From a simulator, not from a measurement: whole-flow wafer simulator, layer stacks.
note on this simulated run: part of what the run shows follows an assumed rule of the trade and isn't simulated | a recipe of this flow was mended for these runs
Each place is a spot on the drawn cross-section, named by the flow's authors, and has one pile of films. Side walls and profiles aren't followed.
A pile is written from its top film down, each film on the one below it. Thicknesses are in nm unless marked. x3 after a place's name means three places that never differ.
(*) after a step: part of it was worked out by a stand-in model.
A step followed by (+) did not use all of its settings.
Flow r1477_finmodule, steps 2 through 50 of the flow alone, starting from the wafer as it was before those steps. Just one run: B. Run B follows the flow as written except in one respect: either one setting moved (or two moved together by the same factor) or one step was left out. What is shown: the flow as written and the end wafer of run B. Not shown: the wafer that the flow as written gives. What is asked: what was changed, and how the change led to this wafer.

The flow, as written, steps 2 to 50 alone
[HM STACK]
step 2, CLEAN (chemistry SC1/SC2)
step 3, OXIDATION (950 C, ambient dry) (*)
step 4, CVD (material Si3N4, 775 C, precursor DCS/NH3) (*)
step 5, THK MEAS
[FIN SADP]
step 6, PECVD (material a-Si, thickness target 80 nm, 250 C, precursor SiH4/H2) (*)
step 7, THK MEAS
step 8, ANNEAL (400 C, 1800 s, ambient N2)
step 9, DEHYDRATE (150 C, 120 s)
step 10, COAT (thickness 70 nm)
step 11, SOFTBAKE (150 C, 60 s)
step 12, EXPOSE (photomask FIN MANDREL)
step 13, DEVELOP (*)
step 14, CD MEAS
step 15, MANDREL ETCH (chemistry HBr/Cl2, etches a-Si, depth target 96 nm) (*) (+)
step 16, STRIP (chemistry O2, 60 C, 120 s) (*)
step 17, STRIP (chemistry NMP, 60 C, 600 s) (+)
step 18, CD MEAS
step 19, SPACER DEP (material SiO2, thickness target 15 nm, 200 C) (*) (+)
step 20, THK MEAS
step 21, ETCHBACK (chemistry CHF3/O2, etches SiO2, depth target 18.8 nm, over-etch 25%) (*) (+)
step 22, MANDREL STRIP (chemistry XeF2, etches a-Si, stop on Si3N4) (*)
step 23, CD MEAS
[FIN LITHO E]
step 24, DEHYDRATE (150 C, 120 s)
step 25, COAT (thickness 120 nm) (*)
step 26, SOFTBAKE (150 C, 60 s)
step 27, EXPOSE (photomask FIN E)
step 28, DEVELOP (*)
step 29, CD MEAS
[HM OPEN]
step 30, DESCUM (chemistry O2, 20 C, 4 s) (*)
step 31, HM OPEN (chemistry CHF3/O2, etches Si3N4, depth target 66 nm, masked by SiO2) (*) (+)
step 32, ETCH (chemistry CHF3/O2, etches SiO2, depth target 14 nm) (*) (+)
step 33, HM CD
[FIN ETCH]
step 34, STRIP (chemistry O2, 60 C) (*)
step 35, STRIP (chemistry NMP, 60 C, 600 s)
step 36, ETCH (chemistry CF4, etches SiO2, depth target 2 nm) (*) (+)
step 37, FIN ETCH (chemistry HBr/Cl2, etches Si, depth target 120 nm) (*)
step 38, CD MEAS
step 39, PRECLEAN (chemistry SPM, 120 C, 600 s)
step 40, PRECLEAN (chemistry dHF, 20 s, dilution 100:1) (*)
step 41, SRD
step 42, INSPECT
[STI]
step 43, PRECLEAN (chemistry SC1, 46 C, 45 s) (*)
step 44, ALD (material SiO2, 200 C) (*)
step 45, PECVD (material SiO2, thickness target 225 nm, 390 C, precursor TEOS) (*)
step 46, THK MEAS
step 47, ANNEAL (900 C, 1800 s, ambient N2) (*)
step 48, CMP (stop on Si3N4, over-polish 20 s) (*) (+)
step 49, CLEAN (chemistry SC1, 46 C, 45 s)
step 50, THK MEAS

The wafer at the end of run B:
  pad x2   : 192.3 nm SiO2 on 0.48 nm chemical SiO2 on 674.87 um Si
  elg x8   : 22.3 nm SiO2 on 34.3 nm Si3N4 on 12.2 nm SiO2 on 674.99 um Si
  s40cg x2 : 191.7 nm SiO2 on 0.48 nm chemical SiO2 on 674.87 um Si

The reason: step 3, OXIDATION: 969 C was run, though the flow has 950 C.

Step by step, how the change led to this:
  step 3, OXIDATION (950 C, ambient dry) (*)
      pad x2, elg x8, esg x8 and 18 more: SiO2 gains 12.2 (new film), chemical SiO2 loses 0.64 (all of it), Si loses 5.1 (in the flow as written it would be: SiO2 gains 10 (new film), chemical SiO2 loses 0.64 (all of it), Si loses 4.12)
  step 32, ETCH (chemistry CHF3/O2, etches SiO2, depth target 14 nm) (*) (+)
      pad x2, esg x8, s40sg x2, s45sg x2, s50sg x2: SiO2 loses 6.29 (all of it), Si loses 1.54 (in the flow as written it would be: SiO2 loses 4.05 (all of it), Si loses 1.99)
      s40cg x2, s45cg x2, s50cg x2: SiO2 loses 9.24 (all of it), Si loses 0.95 (in the flow as written it would be: SiO2 loses 7 (all of it), Si loses 1.4)
  step 48, CMP (stop on Si3N4, over-polish 20 s) (*) (+)
      pad x2: SiO2 loses 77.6 (in the flow as written it would be: SiO2 loses 79.4)
